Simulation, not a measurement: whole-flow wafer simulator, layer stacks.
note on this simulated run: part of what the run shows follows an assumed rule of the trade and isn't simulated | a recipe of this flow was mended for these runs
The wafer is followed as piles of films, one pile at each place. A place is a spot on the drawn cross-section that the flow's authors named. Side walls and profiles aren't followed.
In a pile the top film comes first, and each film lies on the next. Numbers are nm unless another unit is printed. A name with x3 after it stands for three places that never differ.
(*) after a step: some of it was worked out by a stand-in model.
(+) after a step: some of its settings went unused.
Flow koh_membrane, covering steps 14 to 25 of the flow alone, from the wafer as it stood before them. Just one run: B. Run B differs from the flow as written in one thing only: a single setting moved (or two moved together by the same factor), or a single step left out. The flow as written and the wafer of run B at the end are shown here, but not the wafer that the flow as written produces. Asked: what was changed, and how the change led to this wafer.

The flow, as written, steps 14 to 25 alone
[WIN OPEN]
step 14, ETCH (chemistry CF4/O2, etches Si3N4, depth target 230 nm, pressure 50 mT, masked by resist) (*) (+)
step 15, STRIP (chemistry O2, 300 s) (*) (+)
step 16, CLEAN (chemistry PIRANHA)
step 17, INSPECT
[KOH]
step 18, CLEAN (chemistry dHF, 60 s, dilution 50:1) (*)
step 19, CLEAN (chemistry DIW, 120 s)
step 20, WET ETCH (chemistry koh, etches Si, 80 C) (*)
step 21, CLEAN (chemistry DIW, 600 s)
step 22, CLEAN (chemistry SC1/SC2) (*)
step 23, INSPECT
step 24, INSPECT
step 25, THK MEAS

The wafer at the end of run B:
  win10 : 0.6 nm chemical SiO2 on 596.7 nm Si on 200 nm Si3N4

The reason: step 14, ETCH: depth target 264.5 nm was run, though the flow has depth target 230 nm.

Step by step, how the change led to this:
  step 14, ETCH (chemistry CF4/O2, etches Si3N4, depth target 230 nm, pressure 50 mT, masked by resist) (*) (+)
      win20 x4, win10: -200 Si3N4 (all of it), -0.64 chemical SiO2 (all of it), -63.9 Si (it would be, as written: -200 Si3N4 (all of it), -0.64 chemical SiO2 (all of it), -29.4 Si)
      field: -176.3 i-line-resist (it would be, as written: -153.3 i-line-resist)
  step 15, STRIP (chemistry O2, 300 s) (*) (+)
      field: -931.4 i-line-resist (all of it) (it would be, as written: -954.4 i-line-resist (all of it))
